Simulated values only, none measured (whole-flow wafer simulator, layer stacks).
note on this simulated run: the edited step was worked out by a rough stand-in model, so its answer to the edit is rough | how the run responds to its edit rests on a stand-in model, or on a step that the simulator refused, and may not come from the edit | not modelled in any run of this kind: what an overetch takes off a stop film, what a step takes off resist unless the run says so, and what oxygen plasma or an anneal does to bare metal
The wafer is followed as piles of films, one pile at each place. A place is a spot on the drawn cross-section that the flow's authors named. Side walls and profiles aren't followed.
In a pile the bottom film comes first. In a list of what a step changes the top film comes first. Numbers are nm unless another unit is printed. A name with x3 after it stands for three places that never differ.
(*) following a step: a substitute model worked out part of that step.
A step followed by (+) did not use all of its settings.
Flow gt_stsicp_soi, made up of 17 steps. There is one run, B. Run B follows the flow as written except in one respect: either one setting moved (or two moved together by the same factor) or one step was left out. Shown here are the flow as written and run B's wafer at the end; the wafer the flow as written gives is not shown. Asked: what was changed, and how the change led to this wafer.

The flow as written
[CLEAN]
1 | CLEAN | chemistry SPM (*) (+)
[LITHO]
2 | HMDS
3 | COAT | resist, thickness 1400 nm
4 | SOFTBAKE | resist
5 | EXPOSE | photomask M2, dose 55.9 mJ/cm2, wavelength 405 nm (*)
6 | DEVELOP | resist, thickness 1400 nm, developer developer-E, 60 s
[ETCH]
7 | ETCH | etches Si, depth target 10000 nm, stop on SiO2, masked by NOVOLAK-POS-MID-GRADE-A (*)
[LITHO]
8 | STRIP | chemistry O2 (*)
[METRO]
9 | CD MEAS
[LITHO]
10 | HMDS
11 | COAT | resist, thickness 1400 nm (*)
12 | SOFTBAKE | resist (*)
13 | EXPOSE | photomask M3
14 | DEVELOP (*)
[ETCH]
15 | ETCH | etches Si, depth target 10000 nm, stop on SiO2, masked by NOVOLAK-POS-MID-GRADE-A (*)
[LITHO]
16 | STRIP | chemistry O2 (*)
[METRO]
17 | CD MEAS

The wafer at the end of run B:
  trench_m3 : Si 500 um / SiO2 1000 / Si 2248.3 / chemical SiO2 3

The reason: step 15, ETCH: depth target 7750 nm was run, while the flow as written has depth target 10000 nm.

Step by step, how the change led to this:
  15 | ETCH | etches Si, depth target 10000 nm, stop on SiO2, masked by NOVOLAK-POS-MID-GRADE-A (*)
      trench_m3: -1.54 chemical SiO2 (all of it), -7750 Si (in the flow as written it would be: -1.54 chemical SiO2 (all of it), -9999.6 Si (all of it))
      field, trench_m2: -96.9 resist (in the flow as written it would be: -125 resist)
  16 | STRIP | chemistry O2 (*)
      trench_m3: +3 chemical SiO2 (new film), -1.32 Si (in the flow as written it would be: nothing)
      field: -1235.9 resist (all of it), +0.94 chemical SiO2, -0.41 Si (in the flow as written it would be: -1207.8 resist (all of it), +0.94 chemical SiO2, -0.41 Si)
